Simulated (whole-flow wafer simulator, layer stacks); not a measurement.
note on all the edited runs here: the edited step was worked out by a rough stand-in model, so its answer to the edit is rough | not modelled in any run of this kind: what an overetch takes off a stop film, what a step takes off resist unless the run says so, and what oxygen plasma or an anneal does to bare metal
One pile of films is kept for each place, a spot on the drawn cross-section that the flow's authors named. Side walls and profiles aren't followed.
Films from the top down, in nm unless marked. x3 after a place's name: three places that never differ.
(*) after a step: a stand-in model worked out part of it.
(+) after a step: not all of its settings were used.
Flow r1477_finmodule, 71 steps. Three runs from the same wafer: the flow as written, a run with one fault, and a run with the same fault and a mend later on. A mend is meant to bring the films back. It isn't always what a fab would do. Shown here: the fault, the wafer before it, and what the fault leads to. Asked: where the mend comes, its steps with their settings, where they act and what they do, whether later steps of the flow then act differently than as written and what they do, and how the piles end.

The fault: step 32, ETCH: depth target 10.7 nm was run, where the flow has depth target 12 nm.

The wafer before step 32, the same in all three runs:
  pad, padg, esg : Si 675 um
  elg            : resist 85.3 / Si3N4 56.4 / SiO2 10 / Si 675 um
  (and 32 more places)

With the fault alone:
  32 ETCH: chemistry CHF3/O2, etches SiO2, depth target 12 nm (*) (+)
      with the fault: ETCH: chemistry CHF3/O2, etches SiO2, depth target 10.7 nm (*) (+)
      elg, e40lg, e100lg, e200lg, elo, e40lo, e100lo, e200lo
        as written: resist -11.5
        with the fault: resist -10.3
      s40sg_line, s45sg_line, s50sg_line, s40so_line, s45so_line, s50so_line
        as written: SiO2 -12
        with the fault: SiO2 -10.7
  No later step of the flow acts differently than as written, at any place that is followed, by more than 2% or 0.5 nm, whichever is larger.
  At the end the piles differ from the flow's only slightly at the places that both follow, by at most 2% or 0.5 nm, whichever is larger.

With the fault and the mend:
  The mend comes after step 32.
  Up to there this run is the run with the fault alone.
  32a ETCH: chemistry CHF3/O2, etches SiO2, depth target 1.3 nm (*) (the flow's step 32 once more, with other settings)
      pad, padg, e40sg and 11 more
        Si -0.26
      elg, e40lg, e100lg, e200lg, elo, e40lo, e100lo, e200lo
        resist -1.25
      s40sg_line, s45sg_line, s50sg_line, s40so_line, s45so_line, s50so_line
        SiO2 -1.3
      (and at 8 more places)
  No later step of the flow acts differently than as written, at any place that is followed, by more than 2% or 0.5 nm, whichever is larger.
  At the end the piles differ from the flow's only slightly at the places that both follow, by at most 2% or 0.5 nm, whichever is larger.
